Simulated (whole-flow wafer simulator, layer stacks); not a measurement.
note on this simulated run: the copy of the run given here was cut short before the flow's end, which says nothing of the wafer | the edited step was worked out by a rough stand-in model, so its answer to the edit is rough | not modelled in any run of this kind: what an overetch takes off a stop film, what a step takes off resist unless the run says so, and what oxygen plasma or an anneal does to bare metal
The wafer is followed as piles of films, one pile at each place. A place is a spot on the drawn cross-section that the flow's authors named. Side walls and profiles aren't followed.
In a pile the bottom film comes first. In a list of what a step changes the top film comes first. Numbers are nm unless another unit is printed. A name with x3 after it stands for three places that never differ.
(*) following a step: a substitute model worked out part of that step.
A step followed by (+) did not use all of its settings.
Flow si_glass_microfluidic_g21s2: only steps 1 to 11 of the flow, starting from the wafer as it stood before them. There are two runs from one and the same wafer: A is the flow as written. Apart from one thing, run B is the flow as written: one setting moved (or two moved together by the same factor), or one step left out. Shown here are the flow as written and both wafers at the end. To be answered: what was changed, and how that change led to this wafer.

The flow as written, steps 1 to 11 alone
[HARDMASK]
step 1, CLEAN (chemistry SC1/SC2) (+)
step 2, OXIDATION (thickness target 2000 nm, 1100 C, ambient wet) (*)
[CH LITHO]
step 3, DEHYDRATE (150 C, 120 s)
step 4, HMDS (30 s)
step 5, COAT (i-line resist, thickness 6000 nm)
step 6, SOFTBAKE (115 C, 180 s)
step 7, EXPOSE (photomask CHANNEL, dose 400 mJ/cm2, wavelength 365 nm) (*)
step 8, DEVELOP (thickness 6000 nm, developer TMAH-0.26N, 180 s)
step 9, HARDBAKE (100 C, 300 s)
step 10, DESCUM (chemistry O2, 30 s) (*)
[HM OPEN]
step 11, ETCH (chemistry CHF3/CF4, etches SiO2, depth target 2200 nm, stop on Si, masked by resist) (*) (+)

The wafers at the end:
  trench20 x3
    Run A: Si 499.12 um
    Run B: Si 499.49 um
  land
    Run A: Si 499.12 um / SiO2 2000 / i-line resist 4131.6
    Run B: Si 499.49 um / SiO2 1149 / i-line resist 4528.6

What caused this: step 2, OXIDATION: 962 C was run, while the flow as written has 1100 C.

Step by step, how the change led to this:
  step 2, OXIDATION (thickness target 2000 nm, 1100 C, ambient wet) (*)
      land, trench20 x3: A SiO2 gains 2000 (new film), chemical SiO2 loses 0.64 (all of it), Si loses 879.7 | B SiO2 gains 1149 (new film), chemical SiO2 loses 0.64 (all of it), Si loses 505.3
  step 11, ETCH (chemistry CHF3/CF4, etches SiO2, depth target 2200 nm, stop on Si, masked by resist) (*) (+)
      trench20 x3: A SiO2 loses 2000 (all of it) | B SiO2 loses 1149 (all of it)
      land: A i-line resist loses 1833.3 | B i-line resist loses 1436.3
